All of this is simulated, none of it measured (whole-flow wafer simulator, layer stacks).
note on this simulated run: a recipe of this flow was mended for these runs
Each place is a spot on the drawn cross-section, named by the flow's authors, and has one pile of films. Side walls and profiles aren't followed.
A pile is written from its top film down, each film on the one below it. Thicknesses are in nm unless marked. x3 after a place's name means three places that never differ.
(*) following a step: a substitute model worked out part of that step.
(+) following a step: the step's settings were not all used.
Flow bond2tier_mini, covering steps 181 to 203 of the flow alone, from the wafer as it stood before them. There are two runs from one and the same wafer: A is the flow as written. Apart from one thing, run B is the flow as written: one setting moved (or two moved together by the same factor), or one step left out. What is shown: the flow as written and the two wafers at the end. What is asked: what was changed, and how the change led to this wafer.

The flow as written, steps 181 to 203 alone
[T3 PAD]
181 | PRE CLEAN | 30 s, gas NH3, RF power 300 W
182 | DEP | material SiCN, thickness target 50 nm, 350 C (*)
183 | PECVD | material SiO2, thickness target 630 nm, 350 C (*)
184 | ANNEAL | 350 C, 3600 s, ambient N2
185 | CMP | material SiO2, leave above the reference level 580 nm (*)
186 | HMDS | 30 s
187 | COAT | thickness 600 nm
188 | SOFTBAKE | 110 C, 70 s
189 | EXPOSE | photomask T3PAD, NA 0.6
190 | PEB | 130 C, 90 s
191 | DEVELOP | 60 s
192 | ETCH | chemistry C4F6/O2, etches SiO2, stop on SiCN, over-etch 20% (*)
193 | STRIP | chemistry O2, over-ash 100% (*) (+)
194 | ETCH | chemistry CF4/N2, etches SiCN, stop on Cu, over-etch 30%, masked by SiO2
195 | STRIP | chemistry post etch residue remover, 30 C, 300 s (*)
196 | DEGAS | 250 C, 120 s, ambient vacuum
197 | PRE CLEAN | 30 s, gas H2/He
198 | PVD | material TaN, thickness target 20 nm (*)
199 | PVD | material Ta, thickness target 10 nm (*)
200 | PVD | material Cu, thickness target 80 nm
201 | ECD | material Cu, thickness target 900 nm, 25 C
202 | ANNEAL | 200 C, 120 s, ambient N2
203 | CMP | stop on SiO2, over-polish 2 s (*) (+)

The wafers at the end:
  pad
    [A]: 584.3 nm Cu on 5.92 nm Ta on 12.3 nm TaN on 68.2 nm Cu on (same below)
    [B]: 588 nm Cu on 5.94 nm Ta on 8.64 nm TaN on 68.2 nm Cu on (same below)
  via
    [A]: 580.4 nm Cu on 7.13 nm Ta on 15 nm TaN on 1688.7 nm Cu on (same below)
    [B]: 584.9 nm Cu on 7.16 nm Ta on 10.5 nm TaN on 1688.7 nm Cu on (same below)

What caused this: step 198, PVD: thickness target 14 nm was run, while the flow as written has thickness target 20 nm.

Step by step, how the change led to this:
  198 | PVD | material TaN, thickness target 20 nm (*)
      field: A TaN gains 20 (new film) | B TaN gains 14 (new film)
      pad: A TaN gains 12.3 (new film) | B TaN gains 8.64 (new film)
      (also at 1 further place)
  203 | CMP | stop on SiO2, over-polish 2 s (*) (+)
      field: A Cu loses 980 (all of it), Ta loses 10 (all of it), TaN loses 20 (all of it) | B Cu loses 980 (all of it), Ta loses 10 (all of it), TaN loses 14 (all of it)
